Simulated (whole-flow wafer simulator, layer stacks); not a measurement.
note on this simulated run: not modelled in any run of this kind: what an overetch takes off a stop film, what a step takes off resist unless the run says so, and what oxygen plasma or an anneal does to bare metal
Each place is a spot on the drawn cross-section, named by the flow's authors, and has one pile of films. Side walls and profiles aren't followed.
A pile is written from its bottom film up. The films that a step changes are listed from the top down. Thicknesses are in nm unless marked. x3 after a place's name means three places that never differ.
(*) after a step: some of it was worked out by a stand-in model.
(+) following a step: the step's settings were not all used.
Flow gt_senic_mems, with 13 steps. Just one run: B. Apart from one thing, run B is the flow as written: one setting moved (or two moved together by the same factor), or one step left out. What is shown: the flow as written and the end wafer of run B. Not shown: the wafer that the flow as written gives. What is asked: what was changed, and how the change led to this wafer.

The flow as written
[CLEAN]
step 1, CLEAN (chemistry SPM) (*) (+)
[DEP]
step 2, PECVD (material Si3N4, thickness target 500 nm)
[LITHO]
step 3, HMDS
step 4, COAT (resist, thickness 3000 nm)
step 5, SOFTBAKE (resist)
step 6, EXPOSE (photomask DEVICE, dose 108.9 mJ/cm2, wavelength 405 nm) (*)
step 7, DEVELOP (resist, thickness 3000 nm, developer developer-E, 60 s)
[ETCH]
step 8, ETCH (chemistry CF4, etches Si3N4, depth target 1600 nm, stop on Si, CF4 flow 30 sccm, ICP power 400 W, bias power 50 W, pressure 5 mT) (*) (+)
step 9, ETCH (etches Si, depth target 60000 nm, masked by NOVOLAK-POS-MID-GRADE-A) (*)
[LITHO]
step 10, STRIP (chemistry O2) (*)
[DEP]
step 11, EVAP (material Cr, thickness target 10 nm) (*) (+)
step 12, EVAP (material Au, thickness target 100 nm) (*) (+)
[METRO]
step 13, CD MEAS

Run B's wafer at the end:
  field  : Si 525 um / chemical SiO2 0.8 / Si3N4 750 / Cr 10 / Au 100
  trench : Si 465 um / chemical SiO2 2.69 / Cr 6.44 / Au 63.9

Cause: step 2, PECVD: thickness target 750 nm was run, though the flow has thickness target 500 nm.
One can read it off the wafer: field has Si3N4 750, and step 2 as written asks for 500 nm.

Step by step, how the change led to this:
  step 2, PECVD (material Si3N4, thickness target 500 nm)
      field, trench: Si3N4 gains 750 (new film) (as written it would have been: Si3N4 gains 500 (new film))
  step 8, ETCH (chemistry CF4, etches Si3N4, depth target 1600 nm, stop on Si, CF4 flow 30 sccm, ICP power 400 W, bias power 50 W, pressure 5 mT) (*) (+)
      field: resist loses 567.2 (as written it would have been: resist loses 400.5)
      trench: Si3N4 loses 750 (all of it), chemical SiO2 loses 0.8 (all of it) (as written it would have been: Si3N4 loses 500 (all of it), chemical SiO2 loses 0.8 (all of it))
  step 10, STRIP (chemistry O2) (*)
      field: resist loses 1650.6 (all of it) (as written it would have been: resist loses 1817.3 (all of it))
